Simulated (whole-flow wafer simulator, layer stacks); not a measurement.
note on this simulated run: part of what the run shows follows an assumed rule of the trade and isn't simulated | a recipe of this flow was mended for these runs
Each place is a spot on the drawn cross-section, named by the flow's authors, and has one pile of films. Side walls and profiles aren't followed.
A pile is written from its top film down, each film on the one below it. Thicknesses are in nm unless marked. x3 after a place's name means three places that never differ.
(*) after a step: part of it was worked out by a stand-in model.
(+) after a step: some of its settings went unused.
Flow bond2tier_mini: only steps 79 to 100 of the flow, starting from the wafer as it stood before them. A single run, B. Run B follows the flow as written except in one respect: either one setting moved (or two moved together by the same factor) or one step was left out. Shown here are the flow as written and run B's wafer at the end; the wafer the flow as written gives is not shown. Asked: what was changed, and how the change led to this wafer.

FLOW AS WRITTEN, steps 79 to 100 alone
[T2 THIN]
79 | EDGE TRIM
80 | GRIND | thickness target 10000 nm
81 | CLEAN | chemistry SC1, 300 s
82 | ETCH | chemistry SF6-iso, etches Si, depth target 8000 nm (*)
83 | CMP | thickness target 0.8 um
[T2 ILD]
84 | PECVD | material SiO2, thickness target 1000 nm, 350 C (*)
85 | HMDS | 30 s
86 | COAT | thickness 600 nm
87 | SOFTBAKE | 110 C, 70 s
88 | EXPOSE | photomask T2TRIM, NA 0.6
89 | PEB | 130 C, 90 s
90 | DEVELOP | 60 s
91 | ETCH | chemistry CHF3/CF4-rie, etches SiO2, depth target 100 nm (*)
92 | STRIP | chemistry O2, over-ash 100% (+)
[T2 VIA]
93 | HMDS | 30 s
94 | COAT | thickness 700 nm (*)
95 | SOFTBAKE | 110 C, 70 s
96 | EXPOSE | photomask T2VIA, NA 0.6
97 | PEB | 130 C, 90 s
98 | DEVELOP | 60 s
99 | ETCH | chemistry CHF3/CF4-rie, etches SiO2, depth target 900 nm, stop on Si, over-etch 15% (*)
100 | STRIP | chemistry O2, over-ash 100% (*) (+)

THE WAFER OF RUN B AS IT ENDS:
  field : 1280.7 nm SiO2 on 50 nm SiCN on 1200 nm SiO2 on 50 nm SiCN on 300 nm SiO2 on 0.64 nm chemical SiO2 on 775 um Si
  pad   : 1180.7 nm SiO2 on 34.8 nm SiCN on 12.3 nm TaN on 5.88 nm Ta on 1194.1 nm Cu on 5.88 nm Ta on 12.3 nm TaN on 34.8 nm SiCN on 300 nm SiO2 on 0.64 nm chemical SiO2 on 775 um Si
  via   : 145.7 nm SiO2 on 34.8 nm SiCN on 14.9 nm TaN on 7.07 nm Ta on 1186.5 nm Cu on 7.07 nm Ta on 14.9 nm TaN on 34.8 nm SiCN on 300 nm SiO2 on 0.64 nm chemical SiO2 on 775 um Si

What caused this: step 80, GRIND: thickness target 6003 nm was run, though the flow has thickness target 10000 nm.

How this came from the change, step by step:
  80 | GRIND | thickness target 10000 nm
      field, pad, via: Si loses 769 um (in the flow as written it would be: Si loses 765 um)
  82 | ETCH | chemistry SF6-iso, etches Si, depth target 8000 nm (*)
      field, pad, via: chemical SiO2 loses 0.6 (all of it), Si loses 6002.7 (all of it), chemical SiO2 loses 0.64 (all of it), SiO2 loses 19.3 (in the flow as written it would be: chemical SiO2 loses 0.6 (all of it), Si loses 8000)
  83 | CMP | thickness target 0.8 um
      field, pad, via: nothing (in the flow as written it would be: Si loses 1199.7)
  84 | PECVD | material SiO2, thickness target 1000 nm, 350 C (*)
      field, pad, via: SiO2 gains 1000 (in the flow as written it would be: SiO2 gains 1000 (new film))
  99 | ETCH | chemistry CHF3/CF4-rie, etches SiO2, depth target 900 nm, stop on Si, over-etch 15% (*)
      via: SiO2 loses 1035 (in the flow as written it would be: SiO2 loses 900 (all of it), Si loses 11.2)
